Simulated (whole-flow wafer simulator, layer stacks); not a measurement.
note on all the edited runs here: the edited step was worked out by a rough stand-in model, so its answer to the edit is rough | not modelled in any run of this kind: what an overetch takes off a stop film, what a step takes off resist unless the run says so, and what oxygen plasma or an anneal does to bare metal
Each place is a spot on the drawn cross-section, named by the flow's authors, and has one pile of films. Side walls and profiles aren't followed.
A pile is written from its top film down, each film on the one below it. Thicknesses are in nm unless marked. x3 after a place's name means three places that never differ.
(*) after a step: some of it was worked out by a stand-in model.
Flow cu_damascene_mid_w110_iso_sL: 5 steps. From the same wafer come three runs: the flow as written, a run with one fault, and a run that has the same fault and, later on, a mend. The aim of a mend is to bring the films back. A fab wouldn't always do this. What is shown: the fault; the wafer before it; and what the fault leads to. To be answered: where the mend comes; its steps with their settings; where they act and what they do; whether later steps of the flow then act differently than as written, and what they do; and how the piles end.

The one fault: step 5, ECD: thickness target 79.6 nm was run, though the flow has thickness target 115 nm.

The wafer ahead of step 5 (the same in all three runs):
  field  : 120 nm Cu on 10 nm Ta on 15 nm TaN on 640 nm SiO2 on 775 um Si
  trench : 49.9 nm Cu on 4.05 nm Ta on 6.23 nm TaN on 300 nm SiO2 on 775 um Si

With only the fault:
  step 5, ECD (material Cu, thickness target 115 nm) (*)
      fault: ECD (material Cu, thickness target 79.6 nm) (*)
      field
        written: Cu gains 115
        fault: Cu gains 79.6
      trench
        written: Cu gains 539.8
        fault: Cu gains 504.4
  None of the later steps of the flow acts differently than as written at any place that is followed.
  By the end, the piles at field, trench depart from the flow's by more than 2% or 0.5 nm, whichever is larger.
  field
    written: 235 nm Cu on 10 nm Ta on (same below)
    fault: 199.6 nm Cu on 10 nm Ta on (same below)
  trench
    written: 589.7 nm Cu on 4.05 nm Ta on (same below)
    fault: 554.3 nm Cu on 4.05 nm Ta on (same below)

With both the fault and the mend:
  The mend stands after step 5.
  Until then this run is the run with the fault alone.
  step 5a, ECD (material Cu, thickness target 35.4 nm) (the flow's step 5, run once more with other settings)
      field, trench
        Cu gains 35.4
  None of the later steps of the flow acts differently than as written at any place that is followed.
  At every place that both follow, the piles at the end match the flow's.
